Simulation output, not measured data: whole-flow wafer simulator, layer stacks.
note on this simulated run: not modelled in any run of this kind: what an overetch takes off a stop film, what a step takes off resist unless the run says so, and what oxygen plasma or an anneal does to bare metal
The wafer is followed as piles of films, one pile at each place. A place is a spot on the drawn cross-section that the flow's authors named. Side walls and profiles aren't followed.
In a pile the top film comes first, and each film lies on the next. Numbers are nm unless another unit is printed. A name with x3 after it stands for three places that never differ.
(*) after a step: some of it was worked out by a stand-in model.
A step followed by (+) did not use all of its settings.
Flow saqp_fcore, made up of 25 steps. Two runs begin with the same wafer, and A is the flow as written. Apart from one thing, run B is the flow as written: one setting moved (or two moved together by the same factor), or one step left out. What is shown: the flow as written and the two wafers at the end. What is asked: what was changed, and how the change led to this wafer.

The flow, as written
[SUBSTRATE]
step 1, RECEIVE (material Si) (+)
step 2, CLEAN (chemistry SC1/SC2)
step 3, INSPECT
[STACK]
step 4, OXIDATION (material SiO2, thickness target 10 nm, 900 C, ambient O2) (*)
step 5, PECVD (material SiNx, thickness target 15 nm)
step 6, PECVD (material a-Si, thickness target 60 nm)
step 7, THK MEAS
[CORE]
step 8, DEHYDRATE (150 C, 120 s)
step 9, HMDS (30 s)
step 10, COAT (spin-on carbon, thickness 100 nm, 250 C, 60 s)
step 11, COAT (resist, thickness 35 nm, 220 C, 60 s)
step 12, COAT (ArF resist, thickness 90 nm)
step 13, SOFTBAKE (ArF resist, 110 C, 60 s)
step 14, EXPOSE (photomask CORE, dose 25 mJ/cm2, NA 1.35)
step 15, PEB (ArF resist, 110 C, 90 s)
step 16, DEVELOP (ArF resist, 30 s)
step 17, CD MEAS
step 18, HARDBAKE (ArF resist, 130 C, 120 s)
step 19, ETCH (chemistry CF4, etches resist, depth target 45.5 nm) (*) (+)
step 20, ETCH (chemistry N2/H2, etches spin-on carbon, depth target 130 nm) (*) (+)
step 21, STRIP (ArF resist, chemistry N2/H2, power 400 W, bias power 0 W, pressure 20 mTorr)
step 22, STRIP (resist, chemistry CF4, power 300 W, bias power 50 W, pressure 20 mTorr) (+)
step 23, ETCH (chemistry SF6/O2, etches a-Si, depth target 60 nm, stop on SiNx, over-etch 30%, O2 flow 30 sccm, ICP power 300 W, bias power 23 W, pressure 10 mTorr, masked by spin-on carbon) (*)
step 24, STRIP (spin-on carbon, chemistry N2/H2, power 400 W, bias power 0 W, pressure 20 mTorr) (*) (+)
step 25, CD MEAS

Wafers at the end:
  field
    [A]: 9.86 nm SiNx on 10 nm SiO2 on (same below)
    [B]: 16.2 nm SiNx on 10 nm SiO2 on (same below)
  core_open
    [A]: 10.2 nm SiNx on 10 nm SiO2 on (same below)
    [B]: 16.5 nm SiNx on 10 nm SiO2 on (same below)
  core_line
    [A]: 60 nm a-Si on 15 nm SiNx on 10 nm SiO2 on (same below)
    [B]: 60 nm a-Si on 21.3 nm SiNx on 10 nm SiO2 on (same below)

What caused this: step 5, PECVD: thickness target 21.3 nm was run, though the flow has thickness target 15 nm.
The wafer itself shows it: core_line has SiNx 21.3, and step 5 as written asks for 15 nm.

The path from the change to this, step by step:
  step 5, PECVD (material SiNx, thickness target 15 nm)
      field, core_open, core_line: A SiNx gains 15 (new film) | B SiNx gains 21.3 (new film)
